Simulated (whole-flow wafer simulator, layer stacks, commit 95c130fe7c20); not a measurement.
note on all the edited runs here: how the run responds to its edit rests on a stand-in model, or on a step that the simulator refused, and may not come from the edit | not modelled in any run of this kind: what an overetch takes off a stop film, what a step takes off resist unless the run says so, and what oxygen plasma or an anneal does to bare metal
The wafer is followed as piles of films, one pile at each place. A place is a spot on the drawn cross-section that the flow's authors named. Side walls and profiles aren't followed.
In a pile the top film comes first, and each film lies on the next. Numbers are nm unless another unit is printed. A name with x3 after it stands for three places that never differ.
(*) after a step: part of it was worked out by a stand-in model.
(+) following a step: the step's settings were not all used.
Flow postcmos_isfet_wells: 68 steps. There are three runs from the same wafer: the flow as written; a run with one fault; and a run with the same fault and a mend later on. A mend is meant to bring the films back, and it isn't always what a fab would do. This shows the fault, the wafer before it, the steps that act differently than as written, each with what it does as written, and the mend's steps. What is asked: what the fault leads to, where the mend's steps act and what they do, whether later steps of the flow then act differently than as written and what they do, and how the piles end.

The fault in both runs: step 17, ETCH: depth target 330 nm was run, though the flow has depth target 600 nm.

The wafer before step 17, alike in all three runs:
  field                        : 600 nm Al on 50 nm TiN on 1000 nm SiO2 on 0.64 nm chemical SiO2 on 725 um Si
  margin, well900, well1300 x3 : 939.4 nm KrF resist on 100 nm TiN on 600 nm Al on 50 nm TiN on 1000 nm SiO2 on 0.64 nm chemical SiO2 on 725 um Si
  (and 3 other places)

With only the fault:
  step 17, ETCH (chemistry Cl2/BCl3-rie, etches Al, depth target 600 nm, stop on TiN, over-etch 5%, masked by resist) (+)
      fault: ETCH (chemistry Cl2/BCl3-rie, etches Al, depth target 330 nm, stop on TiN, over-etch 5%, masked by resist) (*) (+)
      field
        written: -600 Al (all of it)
        fault: -330 Al
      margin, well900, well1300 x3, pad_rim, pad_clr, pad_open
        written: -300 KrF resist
        fault: -165 KrF resist
  Steps further on in the flow that do not act as written:
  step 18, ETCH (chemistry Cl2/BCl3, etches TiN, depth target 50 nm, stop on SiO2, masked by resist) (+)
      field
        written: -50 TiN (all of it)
        fault: -50 Al
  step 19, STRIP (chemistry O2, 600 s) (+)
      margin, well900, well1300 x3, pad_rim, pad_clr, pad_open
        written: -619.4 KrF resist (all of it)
        fault: -754.4 KrF resist (all of it)
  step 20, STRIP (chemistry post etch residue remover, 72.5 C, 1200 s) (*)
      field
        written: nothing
        fault: -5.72 Al
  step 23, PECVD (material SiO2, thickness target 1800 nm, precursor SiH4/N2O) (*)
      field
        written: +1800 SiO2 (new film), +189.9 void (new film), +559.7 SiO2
        fault: +2285.3 SiO2 (new film)
  The piles end different from the flow's at field by more than 2% or 0.5 nm, whichever is larger.
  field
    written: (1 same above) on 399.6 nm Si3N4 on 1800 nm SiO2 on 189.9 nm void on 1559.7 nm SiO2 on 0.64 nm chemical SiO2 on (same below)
    fault: (1 same above) on 399.6 nm Si3N4 on 2285.3 nm SiO2 on 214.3 nm Al on 50 nm TiN on 1000 nm SiO2 on 0.64 nm chemical SiO2 on (same below)

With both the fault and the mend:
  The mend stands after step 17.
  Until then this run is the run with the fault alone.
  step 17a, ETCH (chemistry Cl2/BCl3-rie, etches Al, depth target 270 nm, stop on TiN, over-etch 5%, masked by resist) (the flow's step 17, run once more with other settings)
      margin, well900, well1300 x3, pad_rim, pad_clr, pad_open
        -135 KrF resist
      field
        -270 Al (all of it)
  None of the later steps of the flow acts differently than as written at any place that is followed.
  By the end, the piles equal the flow's at every place that both follow.
